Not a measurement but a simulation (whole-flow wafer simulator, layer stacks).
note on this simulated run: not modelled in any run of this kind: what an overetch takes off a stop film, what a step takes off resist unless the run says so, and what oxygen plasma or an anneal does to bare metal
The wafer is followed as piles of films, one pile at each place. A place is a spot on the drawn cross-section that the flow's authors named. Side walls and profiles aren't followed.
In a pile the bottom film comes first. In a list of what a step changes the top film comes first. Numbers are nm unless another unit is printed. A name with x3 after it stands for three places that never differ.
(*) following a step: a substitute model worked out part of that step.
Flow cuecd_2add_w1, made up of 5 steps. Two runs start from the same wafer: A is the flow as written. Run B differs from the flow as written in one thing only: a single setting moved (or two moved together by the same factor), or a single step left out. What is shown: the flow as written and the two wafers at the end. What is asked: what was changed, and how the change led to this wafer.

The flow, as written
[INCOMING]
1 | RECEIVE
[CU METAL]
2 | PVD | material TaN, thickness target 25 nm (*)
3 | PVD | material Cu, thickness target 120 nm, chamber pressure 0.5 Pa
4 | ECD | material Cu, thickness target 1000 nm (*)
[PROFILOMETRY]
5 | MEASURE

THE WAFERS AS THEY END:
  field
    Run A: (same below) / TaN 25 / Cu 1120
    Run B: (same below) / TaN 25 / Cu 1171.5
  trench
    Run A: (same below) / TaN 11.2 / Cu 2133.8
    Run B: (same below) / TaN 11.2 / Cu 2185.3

What caused this: step 3, PVD: thickness target 171.5 nm was run, whereas the flow has thickness target 120 nm.

How this came from the change, step by step:
  3 | PVD | material Cu, thickness target 120 nm, chamber pressure 0.5 Pa
      field: A Cu gains 120 (new film) | B Cu gains 171.5 (new film)
      trench: A Cu gains 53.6 (new film) | B Cu gains 75.3 (new film)
